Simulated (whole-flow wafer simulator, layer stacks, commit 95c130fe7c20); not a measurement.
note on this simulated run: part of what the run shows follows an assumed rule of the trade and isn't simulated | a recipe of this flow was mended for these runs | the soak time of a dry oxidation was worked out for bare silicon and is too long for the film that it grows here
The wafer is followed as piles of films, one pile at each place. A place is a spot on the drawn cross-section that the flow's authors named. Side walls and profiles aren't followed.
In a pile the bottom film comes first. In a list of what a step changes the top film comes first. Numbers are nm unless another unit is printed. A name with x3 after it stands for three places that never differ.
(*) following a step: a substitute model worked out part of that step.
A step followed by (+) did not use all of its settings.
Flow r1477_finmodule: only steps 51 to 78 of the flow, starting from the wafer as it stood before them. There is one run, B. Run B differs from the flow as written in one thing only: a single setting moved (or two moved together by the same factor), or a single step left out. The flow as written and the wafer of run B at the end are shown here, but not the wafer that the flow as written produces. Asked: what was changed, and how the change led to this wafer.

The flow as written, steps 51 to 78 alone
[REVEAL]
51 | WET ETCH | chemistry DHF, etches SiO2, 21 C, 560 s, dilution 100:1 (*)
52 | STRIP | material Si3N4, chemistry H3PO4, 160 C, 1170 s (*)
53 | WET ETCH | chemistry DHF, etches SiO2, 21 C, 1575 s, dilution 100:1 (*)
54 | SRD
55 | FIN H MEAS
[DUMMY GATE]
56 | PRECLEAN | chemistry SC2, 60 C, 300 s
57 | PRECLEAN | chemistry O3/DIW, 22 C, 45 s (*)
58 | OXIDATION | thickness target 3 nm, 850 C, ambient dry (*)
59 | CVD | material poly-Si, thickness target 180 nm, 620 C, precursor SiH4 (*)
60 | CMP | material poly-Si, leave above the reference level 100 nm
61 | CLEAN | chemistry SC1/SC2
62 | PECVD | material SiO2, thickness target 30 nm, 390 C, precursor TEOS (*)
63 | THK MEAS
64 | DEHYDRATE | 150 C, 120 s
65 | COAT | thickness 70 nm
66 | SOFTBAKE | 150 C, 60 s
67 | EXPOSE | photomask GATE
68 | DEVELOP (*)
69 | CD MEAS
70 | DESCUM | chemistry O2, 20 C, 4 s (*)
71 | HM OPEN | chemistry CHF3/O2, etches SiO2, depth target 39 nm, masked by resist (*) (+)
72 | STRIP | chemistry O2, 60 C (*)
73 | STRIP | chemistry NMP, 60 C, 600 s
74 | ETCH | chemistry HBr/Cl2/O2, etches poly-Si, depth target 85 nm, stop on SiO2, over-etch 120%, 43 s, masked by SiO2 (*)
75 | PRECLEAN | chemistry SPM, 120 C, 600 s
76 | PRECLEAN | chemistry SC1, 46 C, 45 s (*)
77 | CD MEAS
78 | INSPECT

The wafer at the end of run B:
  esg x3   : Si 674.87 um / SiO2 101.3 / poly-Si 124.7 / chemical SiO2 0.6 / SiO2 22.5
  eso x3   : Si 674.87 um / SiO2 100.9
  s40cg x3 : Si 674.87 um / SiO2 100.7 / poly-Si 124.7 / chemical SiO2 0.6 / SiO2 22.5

The reason: step 53, WET ETCH: 1150 s was run, whereas the flow has 1575 s.

The path from the change to this, step by step:
  53 | WET ETCH | chemistry DHF, etches SiO2, 21 C, 1575 s, dilution 100:1 (*)
      esg x3, e200sg, s40cg x3, s40sg x3, eso x3, e200so, s40co x3, s40so x3: -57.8 SiO2 (it would be, as written: -79.1 SiO2)
      pad, padg: -62.6 SiO2 (it would be, as written: -85.7 SiO2)
  59 | CVD | material poly-Si, thickness target 180 nm, 620 C, precursor SiH4 (*)
      esg x3, s40cg x3, s40sg x3, eso x3, s40co x3, s40so x3: +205 poly-Si (new film) (it would be, as written: +226.3 poly-Si (new film))
      e200sg, e200so: +197.9 poly-Si (new film) (it would be, as written: +219.2 poly-Si (new film))
  60 | CMP | material poly-Si, leave above the reference level 100 nm
      pad, padg: -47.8 poly-Si (it would be, as written: -24.8 poly-Si)
  74 | ETCH | chemistry HBr/Cl2/O2, etches poly-Si, depth target 85 nm, stop on SiO2, over-etch 120%, 43 s, masked by SiO2 (*)
      eso x3, e200so, s40co x3, s40so x3: -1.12 chemical SiO2 (all of it), -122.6 poly-Si (all of it), -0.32 SiO2 (it would be, as written: -1.12 chemical SiO2 (all of it), -143.9 poly-Si (all of it), -0.22 SiO2)
      pad: -1.12 chemical SiO2 (all of it), -129.7 poly-Si (all of it), -0.29 SiO2 (it would be, as written: -1.12 chemical SiO2 (all of it), -152.8 poly-Si (all of it), -0.17 SiO2)
